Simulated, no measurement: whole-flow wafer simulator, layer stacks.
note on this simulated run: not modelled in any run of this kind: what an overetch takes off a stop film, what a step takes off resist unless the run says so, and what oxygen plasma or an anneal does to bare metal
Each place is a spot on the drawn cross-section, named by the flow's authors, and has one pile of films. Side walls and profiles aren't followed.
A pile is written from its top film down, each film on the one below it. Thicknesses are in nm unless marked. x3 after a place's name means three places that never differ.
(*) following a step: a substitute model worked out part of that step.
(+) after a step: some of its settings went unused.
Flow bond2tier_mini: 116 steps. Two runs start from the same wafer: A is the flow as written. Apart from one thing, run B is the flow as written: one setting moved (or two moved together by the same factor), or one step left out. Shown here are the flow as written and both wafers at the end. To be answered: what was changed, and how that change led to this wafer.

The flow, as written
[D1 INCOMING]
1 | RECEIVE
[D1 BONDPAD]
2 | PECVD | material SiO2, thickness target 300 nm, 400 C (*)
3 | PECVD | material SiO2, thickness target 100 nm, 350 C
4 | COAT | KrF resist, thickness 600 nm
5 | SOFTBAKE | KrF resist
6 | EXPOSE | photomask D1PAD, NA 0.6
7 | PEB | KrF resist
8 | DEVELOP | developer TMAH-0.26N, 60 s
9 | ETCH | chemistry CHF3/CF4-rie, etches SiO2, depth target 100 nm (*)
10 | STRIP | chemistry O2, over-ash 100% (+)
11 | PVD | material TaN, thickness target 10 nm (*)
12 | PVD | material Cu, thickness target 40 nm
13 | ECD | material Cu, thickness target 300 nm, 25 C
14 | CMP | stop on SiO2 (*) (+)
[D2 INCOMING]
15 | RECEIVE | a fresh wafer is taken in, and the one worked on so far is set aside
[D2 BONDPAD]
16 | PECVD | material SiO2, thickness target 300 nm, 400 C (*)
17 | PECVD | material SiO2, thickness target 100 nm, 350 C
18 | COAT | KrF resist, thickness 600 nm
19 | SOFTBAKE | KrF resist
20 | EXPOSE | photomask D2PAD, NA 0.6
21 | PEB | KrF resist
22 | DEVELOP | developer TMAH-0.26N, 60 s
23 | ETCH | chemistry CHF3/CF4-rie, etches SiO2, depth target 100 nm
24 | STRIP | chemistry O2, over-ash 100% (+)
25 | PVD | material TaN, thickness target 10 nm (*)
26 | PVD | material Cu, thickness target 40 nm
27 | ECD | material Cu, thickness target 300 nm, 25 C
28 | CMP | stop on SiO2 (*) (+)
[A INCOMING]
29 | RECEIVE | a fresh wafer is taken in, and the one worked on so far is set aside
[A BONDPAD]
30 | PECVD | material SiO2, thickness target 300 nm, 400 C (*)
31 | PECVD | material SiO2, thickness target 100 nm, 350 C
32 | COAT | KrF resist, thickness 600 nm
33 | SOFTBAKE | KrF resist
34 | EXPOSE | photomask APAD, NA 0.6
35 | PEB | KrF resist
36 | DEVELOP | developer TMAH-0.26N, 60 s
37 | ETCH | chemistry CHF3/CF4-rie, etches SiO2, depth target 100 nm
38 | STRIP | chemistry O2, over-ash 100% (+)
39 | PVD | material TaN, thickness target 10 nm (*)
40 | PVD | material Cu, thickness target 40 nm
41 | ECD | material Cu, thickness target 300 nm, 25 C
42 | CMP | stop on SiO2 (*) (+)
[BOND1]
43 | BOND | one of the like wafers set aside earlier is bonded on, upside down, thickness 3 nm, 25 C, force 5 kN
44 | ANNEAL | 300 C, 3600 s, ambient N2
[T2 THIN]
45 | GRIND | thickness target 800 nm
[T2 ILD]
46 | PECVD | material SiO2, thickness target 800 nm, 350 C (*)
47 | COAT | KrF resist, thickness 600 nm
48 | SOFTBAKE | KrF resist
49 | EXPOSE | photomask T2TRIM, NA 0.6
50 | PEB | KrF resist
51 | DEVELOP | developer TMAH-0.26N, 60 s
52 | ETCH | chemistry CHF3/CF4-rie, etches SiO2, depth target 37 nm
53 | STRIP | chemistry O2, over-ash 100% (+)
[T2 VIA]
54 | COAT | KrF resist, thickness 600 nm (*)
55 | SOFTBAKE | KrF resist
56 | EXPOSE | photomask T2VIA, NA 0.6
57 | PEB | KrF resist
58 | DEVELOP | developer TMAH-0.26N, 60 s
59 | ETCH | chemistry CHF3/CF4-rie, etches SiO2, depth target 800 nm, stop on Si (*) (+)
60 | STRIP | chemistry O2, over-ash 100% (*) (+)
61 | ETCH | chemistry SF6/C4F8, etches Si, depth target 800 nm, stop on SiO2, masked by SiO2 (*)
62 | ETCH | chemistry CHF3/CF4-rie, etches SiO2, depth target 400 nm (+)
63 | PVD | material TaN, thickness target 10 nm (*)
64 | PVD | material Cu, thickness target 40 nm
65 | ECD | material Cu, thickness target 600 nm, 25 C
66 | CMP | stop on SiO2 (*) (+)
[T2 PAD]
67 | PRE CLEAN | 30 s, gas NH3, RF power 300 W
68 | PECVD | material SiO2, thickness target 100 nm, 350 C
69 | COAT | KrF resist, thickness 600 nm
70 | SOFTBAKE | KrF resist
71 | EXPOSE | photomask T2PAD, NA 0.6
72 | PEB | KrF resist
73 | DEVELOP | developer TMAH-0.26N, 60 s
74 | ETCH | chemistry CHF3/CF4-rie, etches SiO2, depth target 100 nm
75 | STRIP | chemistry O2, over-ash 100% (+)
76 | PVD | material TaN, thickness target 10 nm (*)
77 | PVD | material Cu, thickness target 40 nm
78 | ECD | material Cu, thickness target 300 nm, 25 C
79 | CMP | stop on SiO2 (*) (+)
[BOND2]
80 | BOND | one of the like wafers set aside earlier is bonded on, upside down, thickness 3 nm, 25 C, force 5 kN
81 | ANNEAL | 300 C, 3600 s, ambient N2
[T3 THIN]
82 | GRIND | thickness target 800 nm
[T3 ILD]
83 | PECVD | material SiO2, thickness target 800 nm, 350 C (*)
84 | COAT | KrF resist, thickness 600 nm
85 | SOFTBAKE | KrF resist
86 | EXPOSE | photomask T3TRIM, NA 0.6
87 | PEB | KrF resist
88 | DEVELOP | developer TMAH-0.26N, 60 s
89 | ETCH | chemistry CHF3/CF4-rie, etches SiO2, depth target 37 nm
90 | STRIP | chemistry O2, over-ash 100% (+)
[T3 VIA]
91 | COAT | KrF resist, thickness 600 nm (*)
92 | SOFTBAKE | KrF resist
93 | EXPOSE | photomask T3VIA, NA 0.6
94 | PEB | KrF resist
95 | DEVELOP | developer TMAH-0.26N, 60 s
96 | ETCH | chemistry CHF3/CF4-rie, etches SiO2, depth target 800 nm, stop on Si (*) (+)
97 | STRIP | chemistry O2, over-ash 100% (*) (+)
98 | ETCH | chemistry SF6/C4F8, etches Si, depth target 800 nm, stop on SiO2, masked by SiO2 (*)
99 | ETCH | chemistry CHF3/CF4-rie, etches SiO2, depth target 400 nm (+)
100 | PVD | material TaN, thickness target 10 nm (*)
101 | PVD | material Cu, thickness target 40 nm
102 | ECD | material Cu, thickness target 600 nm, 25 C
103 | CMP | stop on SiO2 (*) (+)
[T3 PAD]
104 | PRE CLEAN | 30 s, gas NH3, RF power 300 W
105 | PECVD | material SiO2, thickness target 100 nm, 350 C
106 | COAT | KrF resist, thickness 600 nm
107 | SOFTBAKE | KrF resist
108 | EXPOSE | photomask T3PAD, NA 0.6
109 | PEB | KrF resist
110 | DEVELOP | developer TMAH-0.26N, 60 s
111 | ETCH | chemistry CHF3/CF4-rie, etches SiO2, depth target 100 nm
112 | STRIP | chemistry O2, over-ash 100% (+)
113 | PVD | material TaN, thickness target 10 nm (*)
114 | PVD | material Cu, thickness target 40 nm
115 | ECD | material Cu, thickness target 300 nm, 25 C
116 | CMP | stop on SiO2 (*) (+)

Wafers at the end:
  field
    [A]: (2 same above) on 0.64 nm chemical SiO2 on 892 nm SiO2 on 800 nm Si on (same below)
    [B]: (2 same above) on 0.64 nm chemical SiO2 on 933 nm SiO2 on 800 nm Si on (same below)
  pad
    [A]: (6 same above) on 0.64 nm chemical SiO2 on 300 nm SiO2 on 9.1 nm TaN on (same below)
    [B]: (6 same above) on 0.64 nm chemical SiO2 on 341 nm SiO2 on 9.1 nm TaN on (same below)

The reason: step 17, PECVD: thickness target 141 nm was run, while the flow as written has thickness target 100 nm.

How this came from the change, step by step:
  17 | PECVD | material SiO2, thickness target 100 nm, 350 C
      field, pad, via: A SiO2 gains 100 | B SiO2 gains 141
  80 | BOND | one of the like wafers set aside earlier is bonded on, upside down, thickness 3 nm, 25 C, force 5 kN
      field: A Si gains 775 um (new film), chemical SiO2 gains 0.64 (new film), SiO2 gains 400 | B Si gains 775 um (new film), chemical SiO2 gains 0.64 (new film), SiO2 gains 441
      pad: A Si gains 775 um (new film), chemical SiO2 gains 0.64 (new film), SiO2 gains 300 (new film), TaN gains 9.1 (new film), Cu gains 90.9 | B Si gains 775 um (new film), chemical SiO2 gains 0.64 (new film), SiO2 gains 341 (new film), TaN gains 9.1 (new film), Cu gains 90.9
